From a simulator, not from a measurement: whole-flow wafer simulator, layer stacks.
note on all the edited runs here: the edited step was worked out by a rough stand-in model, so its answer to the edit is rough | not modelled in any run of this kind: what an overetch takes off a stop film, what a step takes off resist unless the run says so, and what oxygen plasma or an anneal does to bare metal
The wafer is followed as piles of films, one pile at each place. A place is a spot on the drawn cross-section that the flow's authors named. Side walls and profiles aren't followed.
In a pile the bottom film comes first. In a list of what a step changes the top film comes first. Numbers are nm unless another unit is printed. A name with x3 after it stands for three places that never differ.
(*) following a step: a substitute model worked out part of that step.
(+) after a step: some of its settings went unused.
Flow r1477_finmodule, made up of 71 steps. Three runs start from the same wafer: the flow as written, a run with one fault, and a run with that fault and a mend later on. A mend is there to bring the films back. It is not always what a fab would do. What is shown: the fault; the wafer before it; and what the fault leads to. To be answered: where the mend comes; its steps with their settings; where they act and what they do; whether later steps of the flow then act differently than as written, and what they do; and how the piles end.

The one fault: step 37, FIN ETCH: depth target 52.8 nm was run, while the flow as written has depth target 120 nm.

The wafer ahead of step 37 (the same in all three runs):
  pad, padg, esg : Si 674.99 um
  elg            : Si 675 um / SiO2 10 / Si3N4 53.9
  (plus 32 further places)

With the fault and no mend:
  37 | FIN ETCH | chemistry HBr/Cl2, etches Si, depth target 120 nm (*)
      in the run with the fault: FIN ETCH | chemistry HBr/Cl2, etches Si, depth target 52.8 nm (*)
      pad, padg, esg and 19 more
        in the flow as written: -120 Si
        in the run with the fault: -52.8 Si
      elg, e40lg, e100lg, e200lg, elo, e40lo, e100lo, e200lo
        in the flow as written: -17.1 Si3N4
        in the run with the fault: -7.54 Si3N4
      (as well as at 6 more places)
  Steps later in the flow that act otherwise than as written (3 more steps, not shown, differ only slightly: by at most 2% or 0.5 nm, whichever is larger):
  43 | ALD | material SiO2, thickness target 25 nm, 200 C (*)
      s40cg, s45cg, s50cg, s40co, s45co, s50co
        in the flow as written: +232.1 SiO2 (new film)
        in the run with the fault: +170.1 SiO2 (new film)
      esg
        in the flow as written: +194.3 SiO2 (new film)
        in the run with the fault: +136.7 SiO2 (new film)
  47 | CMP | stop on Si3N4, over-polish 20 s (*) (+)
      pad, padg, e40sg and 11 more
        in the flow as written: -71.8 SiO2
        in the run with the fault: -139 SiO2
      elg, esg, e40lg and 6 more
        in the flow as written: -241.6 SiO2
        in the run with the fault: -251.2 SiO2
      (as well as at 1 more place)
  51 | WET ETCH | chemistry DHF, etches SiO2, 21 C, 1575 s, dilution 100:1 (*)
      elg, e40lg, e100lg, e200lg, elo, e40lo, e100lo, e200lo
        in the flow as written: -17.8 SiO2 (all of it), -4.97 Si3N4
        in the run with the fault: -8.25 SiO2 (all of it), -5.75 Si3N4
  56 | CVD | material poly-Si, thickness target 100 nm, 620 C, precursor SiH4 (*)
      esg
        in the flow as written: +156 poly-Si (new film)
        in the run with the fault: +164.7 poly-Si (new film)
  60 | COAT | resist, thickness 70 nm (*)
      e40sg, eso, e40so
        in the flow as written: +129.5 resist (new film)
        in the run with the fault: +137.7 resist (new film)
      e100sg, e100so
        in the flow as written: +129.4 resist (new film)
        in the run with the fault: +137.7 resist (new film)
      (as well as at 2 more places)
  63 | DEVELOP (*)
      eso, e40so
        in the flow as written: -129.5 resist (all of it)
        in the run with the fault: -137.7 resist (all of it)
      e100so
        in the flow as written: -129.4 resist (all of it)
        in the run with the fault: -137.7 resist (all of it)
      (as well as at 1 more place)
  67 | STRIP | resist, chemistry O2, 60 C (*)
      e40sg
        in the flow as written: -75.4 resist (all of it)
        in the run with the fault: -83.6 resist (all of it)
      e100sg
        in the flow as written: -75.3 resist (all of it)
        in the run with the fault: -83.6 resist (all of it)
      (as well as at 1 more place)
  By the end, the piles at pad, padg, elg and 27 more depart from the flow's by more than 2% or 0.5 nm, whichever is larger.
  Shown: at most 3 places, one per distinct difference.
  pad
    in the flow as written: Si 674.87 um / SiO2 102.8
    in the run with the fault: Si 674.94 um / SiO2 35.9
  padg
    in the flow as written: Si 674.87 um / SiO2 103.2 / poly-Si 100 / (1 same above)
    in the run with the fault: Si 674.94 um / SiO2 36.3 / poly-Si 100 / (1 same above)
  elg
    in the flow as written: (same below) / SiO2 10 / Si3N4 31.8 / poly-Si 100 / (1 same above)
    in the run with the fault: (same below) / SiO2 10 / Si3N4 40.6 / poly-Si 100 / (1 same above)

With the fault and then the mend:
  The mend stands after step 38.
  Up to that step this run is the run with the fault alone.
  38a | FIN ETCH | chemistry HBr/Cl2, etches Si, depth target 67.2 nm (*) (a further turn of the flow's step 37, with different settings)
      pad, padg, esg and 19 more
        -67.2 Si
      elg, e40lg, e100lg, e200lg, elo, e40lo, e100lo, e200lo
        -9.6 Si3N4
      s40sg_line, s45sg_line, s50sg_line, s40so_line, s45so_line, s50so_line
        -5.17 SiO2
  None of the later steps of the flow acts differently than as written at any place that is followed.
  By the end, the piles equal the flow's at every place that both follow.
